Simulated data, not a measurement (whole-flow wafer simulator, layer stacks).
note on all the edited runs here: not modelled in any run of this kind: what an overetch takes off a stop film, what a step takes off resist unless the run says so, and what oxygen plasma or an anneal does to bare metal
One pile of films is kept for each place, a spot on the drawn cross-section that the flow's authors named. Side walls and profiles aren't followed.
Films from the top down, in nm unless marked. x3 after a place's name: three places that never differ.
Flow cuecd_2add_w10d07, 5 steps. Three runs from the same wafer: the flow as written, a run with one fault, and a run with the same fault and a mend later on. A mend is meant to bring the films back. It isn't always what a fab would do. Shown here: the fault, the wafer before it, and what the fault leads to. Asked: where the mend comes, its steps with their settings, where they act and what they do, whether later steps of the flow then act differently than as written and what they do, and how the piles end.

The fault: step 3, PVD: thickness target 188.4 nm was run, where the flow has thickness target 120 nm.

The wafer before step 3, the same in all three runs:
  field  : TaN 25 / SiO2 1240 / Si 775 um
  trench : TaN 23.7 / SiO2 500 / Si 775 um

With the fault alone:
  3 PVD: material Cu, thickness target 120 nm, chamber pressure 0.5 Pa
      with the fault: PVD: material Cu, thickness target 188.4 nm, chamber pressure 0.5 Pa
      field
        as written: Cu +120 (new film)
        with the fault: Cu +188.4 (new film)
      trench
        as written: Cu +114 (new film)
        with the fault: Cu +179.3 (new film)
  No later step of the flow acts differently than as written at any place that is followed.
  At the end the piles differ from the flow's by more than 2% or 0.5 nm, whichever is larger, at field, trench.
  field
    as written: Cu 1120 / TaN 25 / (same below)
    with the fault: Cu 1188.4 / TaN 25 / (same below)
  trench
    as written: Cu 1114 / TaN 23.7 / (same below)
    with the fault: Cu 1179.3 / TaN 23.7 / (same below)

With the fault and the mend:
  The mend comes after step 3.
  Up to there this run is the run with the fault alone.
  3a ETCH: chemistry cu recess dil, depth target 216.8 nm
      field
        Cu -188.4 (all of it)
      trench
        Cu -179.3 (all of it)
  3b PVD: material Cu, thickness target 120 nm, chamber pressure 0.5 Pa (the flow's step 3 once more)
      field
        Cu +120 (new film)
      trench
        Cu +114 (new film)
  No later step of the flow acts differently than as written at any place that is followed.
  At the end the piles are the same as the flow's at every place that both follow.
